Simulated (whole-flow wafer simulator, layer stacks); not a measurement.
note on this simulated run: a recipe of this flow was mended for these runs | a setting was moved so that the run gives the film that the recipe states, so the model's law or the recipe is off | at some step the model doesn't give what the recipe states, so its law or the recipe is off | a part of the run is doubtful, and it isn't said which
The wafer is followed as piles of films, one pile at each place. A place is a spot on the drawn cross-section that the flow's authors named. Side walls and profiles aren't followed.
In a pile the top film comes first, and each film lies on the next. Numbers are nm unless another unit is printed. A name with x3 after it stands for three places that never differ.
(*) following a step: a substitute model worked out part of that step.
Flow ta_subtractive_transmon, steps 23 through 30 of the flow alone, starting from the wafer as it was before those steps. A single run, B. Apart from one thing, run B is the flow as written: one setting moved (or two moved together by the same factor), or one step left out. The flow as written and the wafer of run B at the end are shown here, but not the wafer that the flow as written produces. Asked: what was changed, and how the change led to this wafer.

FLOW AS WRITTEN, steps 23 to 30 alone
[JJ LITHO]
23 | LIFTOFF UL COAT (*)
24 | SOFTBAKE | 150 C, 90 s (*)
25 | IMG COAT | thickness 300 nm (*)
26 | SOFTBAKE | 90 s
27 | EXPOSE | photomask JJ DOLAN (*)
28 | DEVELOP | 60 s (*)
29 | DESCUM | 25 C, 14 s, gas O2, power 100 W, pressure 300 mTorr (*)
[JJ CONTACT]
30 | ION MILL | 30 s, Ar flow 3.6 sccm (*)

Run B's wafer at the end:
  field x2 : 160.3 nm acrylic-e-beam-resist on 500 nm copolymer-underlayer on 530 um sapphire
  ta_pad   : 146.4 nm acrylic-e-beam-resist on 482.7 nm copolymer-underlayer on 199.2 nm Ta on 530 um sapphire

What caused this: step 25, IMG COAT: thickness 192 nm was run, whereas the flow has thickness 300 nm.

Step by step, how the change led to this:
  25 | IMG COAT | thickness 300 nm (*)
      field x2, jj_line: +192 acrylic-e-beam-resist (new film) (as written it would have been: +300 acrylic-e-beam-resist (new film))
      lead: +201.4 acrylic-e-beam-resist (new film) (as written it would have been: +312.5 acrylic-e-beam-resist (new film))
      (as well as at 2 more places)
  28 | DEVELOP | 60 s (*)
      jj_line: -192 acrylic-e-beam-resist (all of it), -500 copolymer-underlayer (all of it) (as written it would have been: -300 acrylic-e-beam-resist (all of it), -500 copolymer-underlayer (all of it))
      lead: -201.4 acrylic-e-beam-resist (all of it), -554.7 copolymer-underlayer (all of it) (as written it would have been: -312.5 acrylic-e-beam-resist (all of it), -554.7 copolymer-underlayer (all of it))
      (as well as at 1 more place)
